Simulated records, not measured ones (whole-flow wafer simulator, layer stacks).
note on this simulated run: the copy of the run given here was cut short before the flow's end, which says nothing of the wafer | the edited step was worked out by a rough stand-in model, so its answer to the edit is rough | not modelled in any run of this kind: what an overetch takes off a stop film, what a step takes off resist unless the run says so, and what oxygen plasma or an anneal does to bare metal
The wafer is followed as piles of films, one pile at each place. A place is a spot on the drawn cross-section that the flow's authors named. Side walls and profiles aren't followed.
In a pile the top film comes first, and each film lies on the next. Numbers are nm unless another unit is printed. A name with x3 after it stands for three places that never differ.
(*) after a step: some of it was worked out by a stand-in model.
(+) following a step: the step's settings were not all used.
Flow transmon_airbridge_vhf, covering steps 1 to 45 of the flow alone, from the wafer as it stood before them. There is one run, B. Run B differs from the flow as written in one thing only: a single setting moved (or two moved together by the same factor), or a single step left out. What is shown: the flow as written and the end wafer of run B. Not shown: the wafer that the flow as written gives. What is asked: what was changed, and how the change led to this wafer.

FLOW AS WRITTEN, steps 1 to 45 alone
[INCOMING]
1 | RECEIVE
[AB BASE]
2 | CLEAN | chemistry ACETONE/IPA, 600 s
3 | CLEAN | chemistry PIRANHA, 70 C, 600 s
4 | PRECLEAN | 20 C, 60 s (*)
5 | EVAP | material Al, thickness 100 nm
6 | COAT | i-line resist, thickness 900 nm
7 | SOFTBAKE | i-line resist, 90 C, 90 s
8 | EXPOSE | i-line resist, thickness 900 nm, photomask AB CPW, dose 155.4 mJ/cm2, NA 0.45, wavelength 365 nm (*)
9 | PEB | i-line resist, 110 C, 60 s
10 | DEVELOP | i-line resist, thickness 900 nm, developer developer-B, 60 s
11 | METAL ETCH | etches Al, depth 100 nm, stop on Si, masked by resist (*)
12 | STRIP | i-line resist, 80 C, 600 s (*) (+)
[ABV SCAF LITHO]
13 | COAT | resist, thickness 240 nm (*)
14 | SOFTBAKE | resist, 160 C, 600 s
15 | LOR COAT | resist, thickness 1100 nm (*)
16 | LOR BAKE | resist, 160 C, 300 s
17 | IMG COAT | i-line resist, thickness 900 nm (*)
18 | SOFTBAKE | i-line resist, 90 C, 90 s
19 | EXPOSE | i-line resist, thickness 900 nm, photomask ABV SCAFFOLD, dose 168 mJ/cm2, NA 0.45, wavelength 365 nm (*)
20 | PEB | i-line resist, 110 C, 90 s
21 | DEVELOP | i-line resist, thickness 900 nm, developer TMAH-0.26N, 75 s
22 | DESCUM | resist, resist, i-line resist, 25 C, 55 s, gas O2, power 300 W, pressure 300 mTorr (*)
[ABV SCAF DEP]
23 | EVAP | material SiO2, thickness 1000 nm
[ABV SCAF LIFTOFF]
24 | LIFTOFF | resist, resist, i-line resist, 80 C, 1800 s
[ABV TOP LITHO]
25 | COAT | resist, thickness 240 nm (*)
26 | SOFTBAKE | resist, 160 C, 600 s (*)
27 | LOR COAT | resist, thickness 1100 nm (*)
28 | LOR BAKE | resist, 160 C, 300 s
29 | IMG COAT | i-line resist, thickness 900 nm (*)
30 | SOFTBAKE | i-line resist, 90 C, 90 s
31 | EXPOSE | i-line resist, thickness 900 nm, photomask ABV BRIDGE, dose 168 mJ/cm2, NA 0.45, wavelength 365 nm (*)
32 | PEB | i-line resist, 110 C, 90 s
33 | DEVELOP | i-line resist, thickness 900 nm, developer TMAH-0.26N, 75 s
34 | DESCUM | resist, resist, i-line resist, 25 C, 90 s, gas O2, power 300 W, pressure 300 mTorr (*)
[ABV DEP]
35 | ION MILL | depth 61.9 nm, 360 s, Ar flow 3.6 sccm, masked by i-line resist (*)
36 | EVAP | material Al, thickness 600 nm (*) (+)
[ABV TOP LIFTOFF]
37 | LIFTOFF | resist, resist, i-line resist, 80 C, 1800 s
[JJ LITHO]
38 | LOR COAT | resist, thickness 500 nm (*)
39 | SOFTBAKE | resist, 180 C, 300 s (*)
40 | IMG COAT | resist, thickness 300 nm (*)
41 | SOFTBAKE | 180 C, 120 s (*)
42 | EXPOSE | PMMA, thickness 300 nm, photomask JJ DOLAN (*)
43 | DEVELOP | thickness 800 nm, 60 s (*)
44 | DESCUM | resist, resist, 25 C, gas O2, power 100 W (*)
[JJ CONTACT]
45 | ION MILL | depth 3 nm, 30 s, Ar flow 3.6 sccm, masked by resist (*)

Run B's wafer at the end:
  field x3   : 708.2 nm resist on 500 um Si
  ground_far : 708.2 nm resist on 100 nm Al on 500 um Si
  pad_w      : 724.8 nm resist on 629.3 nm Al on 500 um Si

What caused this: step 40, IMG COAT: thickness 240 nm was run, while the flow as written has thickness 300 nm.

The path from the change to this, step by step:
  40 | IMG COAT | resist, thickness 300 nm (*)
      field x3, jj_line, ground_far, trace_open_s x2: resist gains 240 (as written it would have been: resist gains 300)
      pad_w, pad_e: resist gains 239.6 (as written it would have been: resist gains 300.1)
      (also at 8 further places)
  43 | DEVELOP | thickness 800 nm, 60 s (*)
      jj_line: resist loses 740 (all of it) (as written it would have been: resist loses 800 (all of it))
